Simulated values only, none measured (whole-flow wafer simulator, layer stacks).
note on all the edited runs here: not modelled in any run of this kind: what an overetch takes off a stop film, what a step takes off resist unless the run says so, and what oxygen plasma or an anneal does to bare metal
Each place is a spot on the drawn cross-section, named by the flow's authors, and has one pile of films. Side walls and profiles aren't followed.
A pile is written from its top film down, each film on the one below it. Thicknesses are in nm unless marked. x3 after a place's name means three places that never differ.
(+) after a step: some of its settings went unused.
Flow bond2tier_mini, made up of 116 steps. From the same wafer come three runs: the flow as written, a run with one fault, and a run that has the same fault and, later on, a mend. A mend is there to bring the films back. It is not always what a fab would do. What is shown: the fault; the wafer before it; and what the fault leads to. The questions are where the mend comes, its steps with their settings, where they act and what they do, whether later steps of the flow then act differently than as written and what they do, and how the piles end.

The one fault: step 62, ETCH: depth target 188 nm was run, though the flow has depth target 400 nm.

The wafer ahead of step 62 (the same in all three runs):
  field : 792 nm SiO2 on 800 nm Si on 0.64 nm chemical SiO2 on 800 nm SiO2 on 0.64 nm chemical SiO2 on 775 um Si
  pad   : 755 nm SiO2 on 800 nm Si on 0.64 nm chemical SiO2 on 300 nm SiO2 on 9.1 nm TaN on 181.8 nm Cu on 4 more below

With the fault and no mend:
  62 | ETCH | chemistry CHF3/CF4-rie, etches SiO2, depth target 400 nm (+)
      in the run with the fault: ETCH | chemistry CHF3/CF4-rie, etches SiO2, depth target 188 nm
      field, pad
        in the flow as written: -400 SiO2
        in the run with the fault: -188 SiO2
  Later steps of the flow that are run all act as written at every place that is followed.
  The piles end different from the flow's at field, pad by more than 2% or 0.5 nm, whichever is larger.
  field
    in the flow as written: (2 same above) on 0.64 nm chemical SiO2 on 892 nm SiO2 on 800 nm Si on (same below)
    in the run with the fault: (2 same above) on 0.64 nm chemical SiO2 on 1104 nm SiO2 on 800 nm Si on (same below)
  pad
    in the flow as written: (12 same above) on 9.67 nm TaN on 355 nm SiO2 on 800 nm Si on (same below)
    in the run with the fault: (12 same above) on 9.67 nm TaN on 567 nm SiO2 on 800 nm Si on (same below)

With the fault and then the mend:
  The mend follows step 62.
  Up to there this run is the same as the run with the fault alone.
  62a | ETCH | chemistry CHF3/CF4-rie, etches SiO2, depth target 212 nm (+) (a further turn of the flow's step 62, with different settings)
      field, pad
        -212 SiO2
  Later steps of the flow that are run all act as written at every place that is followed.
  The piles end the same as the flow's at every place that both follow.
